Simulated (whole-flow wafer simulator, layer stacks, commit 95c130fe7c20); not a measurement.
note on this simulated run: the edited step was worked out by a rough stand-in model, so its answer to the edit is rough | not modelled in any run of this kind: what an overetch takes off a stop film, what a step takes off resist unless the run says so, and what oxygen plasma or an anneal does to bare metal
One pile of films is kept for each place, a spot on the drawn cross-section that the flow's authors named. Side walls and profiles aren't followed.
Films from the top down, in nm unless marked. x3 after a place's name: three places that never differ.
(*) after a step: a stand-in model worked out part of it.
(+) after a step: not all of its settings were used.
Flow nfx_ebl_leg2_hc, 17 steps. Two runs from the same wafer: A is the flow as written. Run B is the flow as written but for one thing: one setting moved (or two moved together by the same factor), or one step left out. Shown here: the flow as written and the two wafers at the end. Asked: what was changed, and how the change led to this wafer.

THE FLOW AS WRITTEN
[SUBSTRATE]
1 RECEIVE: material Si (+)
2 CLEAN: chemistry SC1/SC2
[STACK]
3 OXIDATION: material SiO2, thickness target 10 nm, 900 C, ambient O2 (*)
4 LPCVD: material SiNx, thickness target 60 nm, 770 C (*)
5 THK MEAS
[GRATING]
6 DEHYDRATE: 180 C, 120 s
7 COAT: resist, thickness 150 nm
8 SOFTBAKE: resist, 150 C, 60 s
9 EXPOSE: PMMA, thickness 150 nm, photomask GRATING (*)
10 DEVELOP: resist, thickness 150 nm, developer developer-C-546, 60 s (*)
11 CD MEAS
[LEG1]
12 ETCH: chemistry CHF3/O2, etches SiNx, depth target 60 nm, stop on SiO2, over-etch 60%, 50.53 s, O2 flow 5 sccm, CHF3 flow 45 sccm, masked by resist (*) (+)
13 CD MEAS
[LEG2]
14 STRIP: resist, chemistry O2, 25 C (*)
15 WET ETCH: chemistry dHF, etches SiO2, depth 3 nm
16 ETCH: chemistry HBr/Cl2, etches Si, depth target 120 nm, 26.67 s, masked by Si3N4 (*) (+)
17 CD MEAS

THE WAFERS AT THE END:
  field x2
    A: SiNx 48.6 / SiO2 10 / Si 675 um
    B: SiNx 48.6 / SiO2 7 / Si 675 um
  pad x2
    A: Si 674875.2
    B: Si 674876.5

The cause: step 3, OXIDATION: thickness target 7 nm was run, where the flow has thickness target 10 nm.
It can be read off the wafer: field x2 has SiO2 7, and step 3 as written asks for 10 nm.

How the change led to this, step by step:
  3 OXIDATION: material SiO2, thickness target 10 nm, 900 C, ambient O2 (*)
      field x2, pad x2: A SiO2 +10 (new film), chemical SiO2 -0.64 (all of it), Si -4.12 | B SiO2 +7 (new film), chemical SiO2 -0.64 (all of it), Si -2.8
  12 ETCH: chemistry CHF3/O2, etches SiNx, depth target 60 nm, stop on SiO2, over-etch 60%, 50.53 s, O2 flow 5 sccm, CHF3 flow 45 sccm, masked by resist (*) (+)
      pad x2: A SiNx -60 (all of it), SiO2 -10 (all of it) | B SiNx -60 (all of it), SiO2 -7 (all of it)
